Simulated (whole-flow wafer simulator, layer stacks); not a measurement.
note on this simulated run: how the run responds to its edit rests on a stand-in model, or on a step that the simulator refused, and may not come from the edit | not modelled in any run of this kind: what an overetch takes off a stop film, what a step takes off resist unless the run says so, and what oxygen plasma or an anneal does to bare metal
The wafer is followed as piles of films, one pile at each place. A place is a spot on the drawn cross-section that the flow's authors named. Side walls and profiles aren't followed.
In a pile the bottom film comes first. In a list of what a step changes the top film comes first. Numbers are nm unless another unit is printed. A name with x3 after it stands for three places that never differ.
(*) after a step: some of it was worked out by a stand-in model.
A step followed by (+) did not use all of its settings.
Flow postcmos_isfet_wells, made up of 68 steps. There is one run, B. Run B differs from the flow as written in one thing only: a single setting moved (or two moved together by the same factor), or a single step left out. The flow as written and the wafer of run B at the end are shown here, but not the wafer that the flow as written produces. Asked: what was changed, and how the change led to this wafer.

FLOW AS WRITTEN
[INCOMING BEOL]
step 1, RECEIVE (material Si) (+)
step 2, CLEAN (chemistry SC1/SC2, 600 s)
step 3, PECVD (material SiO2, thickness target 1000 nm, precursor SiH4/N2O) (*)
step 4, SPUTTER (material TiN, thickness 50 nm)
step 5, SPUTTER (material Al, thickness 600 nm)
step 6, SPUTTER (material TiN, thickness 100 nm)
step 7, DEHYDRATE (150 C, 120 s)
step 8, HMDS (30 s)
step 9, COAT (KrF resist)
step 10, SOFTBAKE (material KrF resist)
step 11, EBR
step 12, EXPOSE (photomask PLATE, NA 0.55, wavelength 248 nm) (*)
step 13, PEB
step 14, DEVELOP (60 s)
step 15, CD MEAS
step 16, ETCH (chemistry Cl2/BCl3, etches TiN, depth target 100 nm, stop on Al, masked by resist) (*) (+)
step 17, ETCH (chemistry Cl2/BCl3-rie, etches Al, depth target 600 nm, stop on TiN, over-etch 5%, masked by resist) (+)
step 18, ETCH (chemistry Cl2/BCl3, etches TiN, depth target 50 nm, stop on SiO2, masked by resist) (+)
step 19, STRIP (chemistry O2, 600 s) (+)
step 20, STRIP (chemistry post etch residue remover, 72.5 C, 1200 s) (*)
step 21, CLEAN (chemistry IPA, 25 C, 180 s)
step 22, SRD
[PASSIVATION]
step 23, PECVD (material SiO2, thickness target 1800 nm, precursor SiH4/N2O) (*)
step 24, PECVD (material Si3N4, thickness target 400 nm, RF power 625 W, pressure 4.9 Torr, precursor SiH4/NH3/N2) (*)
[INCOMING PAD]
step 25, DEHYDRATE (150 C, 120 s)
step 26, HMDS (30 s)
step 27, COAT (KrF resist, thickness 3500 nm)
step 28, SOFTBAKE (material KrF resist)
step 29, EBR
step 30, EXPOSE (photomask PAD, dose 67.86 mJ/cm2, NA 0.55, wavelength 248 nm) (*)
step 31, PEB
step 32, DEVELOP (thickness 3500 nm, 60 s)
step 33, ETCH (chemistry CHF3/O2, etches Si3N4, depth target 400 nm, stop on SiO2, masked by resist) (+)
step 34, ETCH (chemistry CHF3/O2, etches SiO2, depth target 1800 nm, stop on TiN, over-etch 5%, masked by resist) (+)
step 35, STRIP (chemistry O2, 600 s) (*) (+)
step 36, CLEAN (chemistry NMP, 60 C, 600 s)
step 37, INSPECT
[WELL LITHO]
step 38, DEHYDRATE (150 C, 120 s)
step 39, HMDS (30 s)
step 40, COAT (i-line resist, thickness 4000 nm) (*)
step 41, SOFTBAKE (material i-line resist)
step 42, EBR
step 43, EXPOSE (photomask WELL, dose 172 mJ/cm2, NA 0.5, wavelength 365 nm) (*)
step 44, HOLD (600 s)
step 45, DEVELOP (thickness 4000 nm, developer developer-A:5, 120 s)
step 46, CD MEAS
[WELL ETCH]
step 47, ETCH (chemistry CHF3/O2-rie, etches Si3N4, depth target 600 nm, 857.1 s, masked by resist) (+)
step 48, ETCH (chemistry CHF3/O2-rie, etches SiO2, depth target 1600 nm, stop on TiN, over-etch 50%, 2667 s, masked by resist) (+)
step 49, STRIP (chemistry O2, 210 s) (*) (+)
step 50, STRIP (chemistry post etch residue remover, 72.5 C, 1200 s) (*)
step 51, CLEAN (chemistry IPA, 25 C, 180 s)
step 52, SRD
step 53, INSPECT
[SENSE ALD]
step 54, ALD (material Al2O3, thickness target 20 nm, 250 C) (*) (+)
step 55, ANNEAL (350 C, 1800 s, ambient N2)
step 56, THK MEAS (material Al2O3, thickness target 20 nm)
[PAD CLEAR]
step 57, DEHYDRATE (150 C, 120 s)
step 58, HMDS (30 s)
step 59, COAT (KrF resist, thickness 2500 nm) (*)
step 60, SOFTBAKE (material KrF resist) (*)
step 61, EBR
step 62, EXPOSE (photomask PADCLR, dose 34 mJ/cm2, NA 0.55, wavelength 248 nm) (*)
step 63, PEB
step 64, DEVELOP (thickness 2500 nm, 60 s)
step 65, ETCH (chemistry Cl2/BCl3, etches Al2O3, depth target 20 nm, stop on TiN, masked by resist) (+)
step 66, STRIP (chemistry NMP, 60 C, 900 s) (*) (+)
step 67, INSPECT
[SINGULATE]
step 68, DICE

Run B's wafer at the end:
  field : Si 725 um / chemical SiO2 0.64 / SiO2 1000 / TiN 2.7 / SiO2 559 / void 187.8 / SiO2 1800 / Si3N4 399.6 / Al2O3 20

What caused this: step 18, ETCH: depth target 46.88 nm was run, though the flow has depth target 50 nm.

Step by step, how the change led to this:
  step 18, ETCH (chemistry Cl2/BCl3, etches TiN, depth target 50 nm, stop on SiO2, masked by resist) (+)
      field: -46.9 TiN (as written it would have been: -50 TiN (all of it))
      margin, well900, well1300, well2000, well3000, pad_rim, pad_clr, pad_open: -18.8 KrF resist (as written it would have been: -20 KrF resist)
  step 23, PECVD (material SiO2, thickness target 1800 nm, precursor SiH4/N2O) (*)
      field: +1800 SiO2 (new film), +187.8 void (new film), +559 SiO2 (new film) (as written it would have been: +1800 SiO2 (new film), +189.9 void (new film), +559.7 SiO2)
With metal films that touch counted as one body, field has 1 body; the flow as written gives 0 bodies.
